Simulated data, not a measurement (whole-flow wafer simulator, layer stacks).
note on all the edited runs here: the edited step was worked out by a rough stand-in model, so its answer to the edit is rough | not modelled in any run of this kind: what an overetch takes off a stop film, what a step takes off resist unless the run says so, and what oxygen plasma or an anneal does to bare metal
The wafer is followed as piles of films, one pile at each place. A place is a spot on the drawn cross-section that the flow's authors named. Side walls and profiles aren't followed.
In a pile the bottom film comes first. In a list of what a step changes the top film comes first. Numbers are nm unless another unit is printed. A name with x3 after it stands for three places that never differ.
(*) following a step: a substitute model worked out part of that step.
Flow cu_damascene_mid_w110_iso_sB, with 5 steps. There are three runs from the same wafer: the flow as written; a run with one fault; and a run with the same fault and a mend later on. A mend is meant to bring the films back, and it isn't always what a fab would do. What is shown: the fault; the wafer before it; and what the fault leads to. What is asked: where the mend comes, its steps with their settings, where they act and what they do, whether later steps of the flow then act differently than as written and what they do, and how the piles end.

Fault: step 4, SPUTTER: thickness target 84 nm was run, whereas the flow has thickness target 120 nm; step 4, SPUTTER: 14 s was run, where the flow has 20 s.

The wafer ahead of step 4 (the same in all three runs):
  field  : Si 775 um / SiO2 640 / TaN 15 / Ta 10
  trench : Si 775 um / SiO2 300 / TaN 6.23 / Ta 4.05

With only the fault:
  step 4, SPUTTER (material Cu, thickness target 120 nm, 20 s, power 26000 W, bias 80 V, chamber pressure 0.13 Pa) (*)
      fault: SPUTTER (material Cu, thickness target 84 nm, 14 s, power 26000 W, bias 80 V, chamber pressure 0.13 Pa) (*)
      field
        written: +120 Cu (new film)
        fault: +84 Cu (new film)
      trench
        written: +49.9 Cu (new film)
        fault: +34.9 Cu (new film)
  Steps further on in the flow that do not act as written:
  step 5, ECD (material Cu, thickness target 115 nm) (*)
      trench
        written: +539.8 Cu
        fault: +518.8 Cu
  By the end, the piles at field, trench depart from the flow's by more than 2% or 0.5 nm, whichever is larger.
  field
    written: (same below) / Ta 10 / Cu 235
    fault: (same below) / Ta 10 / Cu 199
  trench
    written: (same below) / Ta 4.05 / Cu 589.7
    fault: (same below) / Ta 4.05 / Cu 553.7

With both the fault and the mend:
  The mend follows step 4.
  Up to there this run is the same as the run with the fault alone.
  step 4a, SPUTTER (material Cu, thickness target 36 nm, 6 s, power 26000 W, bias 80 V, chamber pressure 0.13 Pa) (*) (a further turn of the flow's step 4, with different settings)
      field
        +36 Cu
      trench
        +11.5 Cu
  Every later step of the flow that is run acts as written, at every place that is followed, to within 2% or 0.5 nm, whichever is larger.
  The piles end the same as the flow's at every place that both follow.
